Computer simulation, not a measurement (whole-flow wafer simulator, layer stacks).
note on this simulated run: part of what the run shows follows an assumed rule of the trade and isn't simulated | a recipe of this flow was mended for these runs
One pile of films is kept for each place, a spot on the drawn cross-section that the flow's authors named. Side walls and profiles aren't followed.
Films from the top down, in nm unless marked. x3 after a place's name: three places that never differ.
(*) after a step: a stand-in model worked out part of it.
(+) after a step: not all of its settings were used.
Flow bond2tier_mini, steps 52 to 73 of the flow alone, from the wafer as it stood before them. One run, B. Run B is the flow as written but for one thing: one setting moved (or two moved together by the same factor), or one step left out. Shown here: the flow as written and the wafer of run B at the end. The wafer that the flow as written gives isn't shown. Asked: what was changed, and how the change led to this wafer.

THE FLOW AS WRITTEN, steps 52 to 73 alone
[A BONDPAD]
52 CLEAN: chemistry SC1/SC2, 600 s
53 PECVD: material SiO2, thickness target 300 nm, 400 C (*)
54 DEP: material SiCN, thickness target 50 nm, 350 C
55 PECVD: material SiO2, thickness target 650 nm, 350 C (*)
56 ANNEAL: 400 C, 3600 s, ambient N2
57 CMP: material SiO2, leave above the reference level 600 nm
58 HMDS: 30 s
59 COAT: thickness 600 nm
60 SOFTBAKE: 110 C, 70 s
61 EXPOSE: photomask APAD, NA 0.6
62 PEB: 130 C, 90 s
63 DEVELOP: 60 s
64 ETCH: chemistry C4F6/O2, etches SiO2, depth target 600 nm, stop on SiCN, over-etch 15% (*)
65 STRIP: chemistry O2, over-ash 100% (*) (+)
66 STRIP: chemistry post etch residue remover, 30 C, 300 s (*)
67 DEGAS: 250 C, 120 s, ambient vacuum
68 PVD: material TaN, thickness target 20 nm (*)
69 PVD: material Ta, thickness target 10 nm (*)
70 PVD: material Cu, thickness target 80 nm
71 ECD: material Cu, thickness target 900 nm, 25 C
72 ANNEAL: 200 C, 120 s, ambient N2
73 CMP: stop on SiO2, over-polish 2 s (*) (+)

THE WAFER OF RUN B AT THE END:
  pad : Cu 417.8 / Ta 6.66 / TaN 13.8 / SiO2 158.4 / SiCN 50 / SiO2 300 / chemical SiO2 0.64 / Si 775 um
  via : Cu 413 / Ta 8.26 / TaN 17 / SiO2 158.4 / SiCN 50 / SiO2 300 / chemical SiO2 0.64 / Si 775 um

The cause: step 64, ETCH: depth target 384 nm was run, where the flow has depth target 600 nm.

How the change led to this, step by step:
  64 ETCH: chemistry C4F6/O2, etches SiO2, depth target 600 nm, stop on SiCN, over-etch 15% (*)
      pad, via: SiO2 -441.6 (as written it would be: SiO2 -600 (all of it), SiCN -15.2)
      field: thick-KrF-resist -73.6 (as written it would be: thick-KrF-resist -115)
  65 STRIP: chemistry O2, over-ash 100% (*) (+)
      field: thick-KrF-resist -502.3 (all of it) (as written it would be: thick-KrF-resist -460.9 (all of it))
  68 PVD: material TaN, thickness target 20 nm (*)
      pad: TaN +13.8 (new film) (as written it would be: TaN +12.3 (new film))
      via: TaN +17 (new film) (as written it would be: TaN +14.9 (new film))
  69 PVD: material Ta, thickness target 10 nm (*)
      pad: Ta +6.66 (new film) (as written it would be: Ta +5.88 (new film))
      via: Ta +8.26 (new film) (as written it would be: Ta +7.07 (new film))
  70 PVD: material Cu, thickness target 80 nm
      pad: Cu +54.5 (new film) (as written it would be: Cu +48.4 (new film))
      via: Cu +67.8 (new film) (as written it would be: Cu +59 (new film))
  71 ECD: material Cu, thickness target 900 nm, 25 C
      pad: Cu +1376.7 (as written it would be: Cu +1558.7)
      via: Cu +1358.5 (as written it would be: Cu +1544.3)
